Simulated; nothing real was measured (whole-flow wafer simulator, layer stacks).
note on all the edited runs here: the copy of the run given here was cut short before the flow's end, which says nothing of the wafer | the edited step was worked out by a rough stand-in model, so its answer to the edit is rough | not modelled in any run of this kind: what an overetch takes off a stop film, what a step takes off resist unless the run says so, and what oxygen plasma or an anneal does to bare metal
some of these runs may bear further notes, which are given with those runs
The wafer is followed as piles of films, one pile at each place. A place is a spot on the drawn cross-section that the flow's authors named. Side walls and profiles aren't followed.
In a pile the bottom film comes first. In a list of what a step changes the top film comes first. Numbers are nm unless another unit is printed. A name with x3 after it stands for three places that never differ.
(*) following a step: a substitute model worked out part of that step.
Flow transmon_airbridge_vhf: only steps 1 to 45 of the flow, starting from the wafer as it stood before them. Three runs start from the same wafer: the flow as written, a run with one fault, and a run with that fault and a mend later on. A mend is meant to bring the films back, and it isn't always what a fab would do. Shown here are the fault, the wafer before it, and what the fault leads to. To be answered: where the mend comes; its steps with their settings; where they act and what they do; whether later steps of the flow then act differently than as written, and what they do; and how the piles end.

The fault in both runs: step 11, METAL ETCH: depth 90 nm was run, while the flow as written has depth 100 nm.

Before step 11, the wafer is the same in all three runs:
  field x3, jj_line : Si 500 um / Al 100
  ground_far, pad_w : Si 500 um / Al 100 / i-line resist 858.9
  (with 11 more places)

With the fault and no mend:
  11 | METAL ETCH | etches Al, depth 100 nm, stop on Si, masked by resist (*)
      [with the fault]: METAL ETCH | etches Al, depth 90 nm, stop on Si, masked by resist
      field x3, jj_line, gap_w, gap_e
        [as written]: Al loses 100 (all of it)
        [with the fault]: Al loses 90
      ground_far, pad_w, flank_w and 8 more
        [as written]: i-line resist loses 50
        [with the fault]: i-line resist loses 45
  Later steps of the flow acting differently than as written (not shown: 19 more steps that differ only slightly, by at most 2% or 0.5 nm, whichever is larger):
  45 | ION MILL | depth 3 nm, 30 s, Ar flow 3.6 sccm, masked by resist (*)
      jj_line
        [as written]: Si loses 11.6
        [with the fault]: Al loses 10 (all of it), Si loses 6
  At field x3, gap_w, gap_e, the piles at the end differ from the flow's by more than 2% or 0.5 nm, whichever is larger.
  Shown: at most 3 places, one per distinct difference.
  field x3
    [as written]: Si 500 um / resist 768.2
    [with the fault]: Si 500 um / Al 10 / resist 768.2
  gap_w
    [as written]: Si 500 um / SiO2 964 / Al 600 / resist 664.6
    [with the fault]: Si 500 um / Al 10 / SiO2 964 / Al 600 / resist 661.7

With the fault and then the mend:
  After step 11 comes the mend.
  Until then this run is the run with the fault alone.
  11a | METAL ETCH | etches Al, depth 10 nm, stop on Si, masked by resist (*) (a further turn of the flow's step 11, with different settings)
      ground_far, pad_w, flank_w and 8 more
        i-line resist loses 5
      field x3, jj_line, gap_w, gap_e
        Al loses 10 (all of it)
  None of the later steps of the flow acts differently than as written at any place that is followed.
  The piles end the same as the flow's at every place that both follow.
